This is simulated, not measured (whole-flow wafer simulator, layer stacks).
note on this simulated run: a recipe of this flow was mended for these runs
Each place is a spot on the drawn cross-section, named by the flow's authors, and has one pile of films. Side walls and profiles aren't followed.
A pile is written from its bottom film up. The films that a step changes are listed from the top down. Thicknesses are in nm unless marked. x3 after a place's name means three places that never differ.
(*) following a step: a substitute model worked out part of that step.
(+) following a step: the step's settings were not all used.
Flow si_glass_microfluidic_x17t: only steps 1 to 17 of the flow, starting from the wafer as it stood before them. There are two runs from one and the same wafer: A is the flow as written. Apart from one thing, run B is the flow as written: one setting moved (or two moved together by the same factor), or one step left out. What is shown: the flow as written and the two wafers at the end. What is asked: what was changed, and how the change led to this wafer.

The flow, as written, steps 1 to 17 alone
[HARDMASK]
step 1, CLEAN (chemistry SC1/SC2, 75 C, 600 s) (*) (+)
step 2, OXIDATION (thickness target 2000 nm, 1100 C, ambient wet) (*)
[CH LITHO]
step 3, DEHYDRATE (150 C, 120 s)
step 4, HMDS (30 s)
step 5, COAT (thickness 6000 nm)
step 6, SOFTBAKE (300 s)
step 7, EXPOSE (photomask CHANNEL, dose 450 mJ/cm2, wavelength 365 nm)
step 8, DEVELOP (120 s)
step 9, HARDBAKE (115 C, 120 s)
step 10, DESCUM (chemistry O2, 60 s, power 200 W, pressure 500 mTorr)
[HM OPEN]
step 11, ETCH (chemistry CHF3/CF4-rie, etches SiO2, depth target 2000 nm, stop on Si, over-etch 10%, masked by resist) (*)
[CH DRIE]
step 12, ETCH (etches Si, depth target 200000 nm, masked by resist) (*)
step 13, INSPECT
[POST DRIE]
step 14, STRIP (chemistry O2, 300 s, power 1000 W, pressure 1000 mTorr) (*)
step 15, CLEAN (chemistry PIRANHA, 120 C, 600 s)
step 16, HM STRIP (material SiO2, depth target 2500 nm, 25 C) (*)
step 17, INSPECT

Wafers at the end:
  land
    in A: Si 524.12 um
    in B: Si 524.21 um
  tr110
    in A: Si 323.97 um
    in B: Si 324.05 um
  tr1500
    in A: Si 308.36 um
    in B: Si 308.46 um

Cause: step 2, OXIDATION: thickness target 1775 nm was run, while the flow as written has thickness target 2000 nm.

Step by step, how the change led to this:
  step 2, OXIDATION (thickness target 2000 nm, 1100 C, ambient wet) (*)
      land, tr110, tr1500, tr15: A SiO2 gains 2000 (new film), chemical SiO2 loses 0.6 (all of it), Si loses 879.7 | B SiO2 gains 1775 (new film), chemical SiO2 loses 0.6 (all of it), Si loses 780.7
  step 11, ETCH (chemistry CHF3/CF4-rie, etches SiO2, depth target 2000 nm, stop on Si, over-etch 10%, masked by resist) (*)
      tr110, tr1500, tr15: A SiO2 loses 2000 (all of it), Si loses 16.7 | B SiO2 loses 1775 (all of it), Si loses 35.4
      land: A thick-i-line-resist loses 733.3 | B thick-i-line-resist loses 650.8
  step 12, ETCH (etches Si, depth target 200000 nm, masked by resist) (*)
      tr1500: A Si loses 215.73 um | B Si loses 215.72 um
      tr15: A Si loses 149.99 um | B Si loses 150.04 um
  step 14, STRIP (chemistry O2, 300 s, power 1000 W, pressure 1000 mTorr) (*)
      land: A thick-i-line-resist loses 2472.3 (all of it) | B thick-i-line-resist loses 2555.1 (all of it)
  step 16, HM STRIP (material SiO2, depth target 2500 nm, 25 C) (*)
      land: A SiO2 loses 2000 (all of it) | B SiO2 loses 1775 (all of it)
